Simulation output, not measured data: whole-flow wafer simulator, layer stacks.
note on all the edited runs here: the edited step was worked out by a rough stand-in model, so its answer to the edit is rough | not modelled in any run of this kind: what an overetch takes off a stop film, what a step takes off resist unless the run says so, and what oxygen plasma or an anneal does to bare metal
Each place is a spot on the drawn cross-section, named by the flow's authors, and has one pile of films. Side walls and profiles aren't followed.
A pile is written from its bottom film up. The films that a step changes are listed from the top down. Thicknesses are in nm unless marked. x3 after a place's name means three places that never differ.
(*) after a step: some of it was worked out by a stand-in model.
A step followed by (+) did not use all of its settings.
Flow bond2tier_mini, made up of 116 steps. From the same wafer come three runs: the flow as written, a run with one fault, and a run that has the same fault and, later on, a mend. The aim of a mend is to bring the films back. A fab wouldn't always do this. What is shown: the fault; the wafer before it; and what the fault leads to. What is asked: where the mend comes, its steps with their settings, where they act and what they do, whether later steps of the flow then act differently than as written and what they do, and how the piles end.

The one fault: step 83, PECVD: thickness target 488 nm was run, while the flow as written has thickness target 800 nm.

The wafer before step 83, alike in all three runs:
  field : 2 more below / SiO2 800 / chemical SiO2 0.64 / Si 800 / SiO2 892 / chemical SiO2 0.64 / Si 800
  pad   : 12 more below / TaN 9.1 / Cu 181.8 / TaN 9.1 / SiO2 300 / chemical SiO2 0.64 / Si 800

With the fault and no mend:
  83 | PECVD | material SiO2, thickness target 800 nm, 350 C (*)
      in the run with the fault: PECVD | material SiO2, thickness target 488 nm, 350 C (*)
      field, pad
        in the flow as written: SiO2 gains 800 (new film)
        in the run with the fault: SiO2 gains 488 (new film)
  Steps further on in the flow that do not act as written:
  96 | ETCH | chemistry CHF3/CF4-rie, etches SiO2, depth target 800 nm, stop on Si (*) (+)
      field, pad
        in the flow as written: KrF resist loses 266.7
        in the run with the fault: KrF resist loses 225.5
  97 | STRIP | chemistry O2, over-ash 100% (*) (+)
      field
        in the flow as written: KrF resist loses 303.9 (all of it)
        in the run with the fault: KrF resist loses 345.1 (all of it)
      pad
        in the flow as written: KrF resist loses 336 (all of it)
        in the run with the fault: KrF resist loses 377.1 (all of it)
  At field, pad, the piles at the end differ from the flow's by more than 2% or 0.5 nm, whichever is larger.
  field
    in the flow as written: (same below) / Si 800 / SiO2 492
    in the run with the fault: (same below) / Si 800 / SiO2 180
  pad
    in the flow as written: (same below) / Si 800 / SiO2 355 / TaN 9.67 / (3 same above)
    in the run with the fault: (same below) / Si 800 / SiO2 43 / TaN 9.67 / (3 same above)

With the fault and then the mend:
  After step 83 comes the mend.
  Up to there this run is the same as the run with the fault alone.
  83a | PECVD | material SiO2, thickness target 312 nm, 350 C (*) (the flow's step 83, run once more with other settings)
      field, pad
        SiO2 gains 312
  Every later step of the flow that is run acts as written at every place that is followed.
  The piles end the same as the flow's at every place that both follow.
